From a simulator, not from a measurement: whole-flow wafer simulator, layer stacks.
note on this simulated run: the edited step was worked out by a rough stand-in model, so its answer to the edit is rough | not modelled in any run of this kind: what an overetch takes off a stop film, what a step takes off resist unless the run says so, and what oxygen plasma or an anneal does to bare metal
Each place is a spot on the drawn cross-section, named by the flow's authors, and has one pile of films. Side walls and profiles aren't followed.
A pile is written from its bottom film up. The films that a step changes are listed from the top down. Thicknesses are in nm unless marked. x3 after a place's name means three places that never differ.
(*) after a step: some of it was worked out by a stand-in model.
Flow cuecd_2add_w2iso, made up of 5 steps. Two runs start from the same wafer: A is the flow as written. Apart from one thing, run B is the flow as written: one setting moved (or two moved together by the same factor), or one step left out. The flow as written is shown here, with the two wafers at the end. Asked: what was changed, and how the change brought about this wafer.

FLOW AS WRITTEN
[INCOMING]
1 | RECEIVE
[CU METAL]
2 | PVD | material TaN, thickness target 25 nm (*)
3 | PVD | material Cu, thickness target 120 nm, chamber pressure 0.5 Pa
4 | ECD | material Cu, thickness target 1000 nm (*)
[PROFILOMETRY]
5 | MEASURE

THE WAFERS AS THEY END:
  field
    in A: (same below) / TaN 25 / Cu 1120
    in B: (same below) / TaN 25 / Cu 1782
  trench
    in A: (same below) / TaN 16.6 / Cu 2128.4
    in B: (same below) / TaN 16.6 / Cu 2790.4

The reason: step 4, ECD: thickness target 1662 nm was run, while the flow as written has thickness target 1000 nm.

How this came from the change, step by step:
  4 | ECD | material Cu, thickness target 1000 nm (*)
      field: A Cu gains 1000 | B Cu gains 1662
      trench: A Cu gains 2047.6 | B Cu gains 2709.6
